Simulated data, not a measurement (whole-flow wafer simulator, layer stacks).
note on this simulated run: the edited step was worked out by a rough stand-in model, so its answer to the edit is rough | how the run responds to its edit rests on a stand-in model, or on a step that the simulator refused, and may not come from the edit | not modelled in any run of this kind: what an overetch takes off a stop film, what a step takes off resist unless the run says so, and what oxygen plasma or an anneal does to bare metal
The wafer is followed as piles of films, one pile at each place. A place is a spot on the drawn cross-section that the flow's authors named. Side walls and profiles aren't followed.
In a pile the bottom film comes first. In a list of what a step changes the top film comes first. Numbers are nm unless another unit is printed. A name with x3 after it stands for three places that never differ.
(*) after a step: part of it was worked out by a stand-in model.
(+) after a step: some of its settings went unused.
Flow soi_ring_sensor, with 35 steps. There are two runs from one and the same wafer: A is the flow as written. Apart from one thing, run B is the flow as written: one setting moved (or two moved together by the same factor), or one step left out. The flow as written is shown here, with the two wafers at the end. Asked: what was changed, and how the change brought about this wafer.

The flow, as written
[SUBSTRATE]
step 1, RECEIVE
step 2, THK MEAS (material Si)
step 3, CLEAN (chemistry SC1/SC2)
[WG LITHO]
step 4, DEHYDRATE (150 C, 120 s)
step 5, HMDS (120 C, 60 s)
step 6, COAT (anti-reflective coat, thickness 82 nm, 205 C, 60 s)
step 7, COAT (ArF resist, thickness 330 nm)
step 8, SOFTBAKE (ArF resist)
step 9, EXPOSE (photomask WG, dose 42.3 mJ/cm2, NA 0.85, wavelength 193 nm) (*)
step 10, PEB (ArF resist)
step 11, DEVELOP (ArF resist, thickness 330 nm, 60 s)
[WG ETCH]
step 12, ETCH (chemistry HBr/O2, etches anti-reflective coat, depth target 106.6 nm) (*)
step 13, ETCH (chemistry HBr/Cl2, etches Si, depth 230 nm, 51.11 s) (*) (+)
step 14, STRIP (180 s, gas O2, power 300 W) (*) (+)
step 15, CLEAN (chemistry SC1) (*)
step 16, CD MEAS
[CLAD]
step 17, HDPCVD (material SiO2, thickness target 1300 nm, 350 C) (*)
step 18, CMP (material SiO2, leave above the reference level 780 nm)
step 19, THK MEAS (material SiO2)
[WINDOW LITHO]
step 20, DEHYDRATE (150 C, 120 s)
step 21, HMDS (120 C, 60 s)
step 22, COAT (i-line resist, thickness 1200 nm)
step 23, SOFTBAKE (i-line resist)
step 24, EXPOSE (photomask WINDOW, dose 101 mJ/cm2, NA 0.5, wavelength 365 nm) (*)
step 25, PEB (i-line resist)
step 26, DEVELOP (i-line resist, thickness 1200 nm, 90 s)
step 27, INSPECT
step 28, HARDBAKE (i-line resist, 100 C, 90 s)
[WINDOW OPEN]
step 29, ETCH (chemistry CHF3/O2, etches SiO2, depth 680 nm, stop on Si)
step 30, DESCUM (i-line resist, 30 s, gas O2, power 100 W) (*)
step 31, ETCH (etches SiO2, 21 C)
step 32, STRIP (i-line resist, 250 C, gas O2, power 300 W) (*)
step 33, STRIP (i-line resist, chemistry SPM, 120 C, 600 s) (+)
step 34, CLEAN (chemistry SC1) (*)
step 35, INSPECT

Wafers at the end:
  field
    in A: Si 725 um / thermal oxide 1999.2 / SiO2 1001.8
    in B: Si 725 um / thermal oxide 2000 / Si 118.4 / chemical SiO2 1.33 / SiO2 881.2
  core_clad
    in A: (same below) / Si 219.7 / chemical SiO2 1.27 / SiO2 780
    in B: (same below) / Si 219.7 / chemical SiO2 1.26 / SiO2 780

The reason: step 13, ETCH: depth 101 nm was run, while the flow as written has depth 230 nm; step 13, ETCH: 22.49 s was run, where the flow has 51.11 s.

Step by step, how the change led to this:
  step 13, ETCH (chemistry HBr/Cl2, etches Si, depth 230 nm, 51.11 s) (*) (+)
      gap, window, field, gap_clad: A -220 Si (all of it), -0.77 thermal oxide | B -101 Si
      core, core_clad: A -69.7 ArF resist | B -30.7 ArF resist
  step 14, STRIP (180 s, gas O2, power 300 W) (*) (+)
      gap, window, field, gap_clad: A nothing | B +1.33 chemical SiO2 (new film), -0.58 Si
      core, core_clad: A -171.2 ArF resist (all of it), -82 anti-reflective coat (all of it), +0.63 chemical SiO2, -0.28 Si | B -210.2 ArF resist (all of it), -82 anti-reflective coat (all of it), +0.62 chemical SiO2, -0.27 Si
  step 18, CMP (material SiO2, leave above the reference level 780 nm)
      gap, window, field, gap_clad: A -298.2 SiO2 | B -418.8 SiO2
